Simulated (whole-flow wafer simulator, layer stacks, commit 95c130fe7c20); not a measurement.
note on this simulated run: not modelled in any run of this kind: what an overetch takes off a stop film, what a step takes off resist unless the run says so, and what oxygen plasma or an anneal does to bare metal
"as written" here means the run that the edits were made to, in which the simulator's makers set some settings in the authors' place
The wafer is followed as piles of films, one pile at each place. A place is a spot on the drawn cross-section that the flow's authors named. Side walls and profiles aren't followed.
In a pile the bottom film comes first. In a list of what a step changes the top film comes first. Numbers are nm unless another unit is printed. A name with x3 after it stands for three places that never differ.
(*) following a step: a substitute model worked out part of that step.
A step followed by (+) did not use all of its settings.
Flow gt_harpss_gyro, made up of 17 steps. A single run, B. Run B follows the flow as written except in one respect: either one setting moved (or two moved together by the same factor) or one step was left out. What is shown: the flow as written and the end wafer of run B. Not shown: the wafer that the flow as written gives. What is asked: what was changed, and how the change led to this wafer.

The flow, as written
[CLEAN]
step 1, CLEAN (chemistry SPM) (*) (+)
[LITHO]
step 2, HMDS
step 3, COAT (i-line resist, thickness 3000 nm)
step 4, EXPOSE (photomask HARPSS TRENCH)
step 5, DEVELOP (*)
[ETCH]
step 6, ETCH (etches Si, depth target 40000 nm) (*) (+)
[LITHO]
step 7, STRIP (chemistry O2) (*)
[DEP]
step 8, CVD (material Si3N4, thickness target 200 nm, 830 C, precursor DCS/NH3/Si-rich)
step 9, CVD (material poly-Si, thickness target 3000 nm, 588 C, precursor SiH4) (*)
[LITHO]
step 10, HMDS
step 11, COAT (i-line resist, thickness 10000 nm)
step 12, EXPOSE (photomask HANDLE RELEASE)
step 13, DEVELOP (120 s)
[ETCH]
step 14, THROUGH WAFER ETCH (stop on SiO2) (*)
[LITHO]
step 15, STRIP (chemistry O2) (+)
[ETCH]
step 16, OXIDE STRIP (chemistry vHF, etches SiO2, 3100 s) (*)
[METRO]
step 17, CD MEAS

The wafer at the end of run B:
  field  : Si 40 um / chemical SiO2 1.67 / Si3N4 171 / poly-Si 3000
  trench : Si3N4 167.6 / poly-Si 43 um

What caused this: step 8, CVD: thickness target 171 nm was run, though the flow has thickness target 200 nm.
The wafer lets one read it off: field has Si3N4 171, and step 8 as written asks for 200 nm.

How this came from the change, step by step:
  step 8, CVD (material Si3N4, thickness target 200 nm, 830 C, precursor DCS/NH3/Si-rich)
      field: +171 Si3N4 (new film) (it would be, as written: +200 Si3N4 (new film))
      trench: +167.6 Si3N4 (new film) (it would be, as written: +195.9 Si3N4 (new film))
  step 9, CVD (material poly-Si, thickness target 3000 nm, 588 C, precursor SiH4) (*)
      trench: +43 um poly-Si (new film) (it would be, as written: +43.01 um poly-Si (new film))
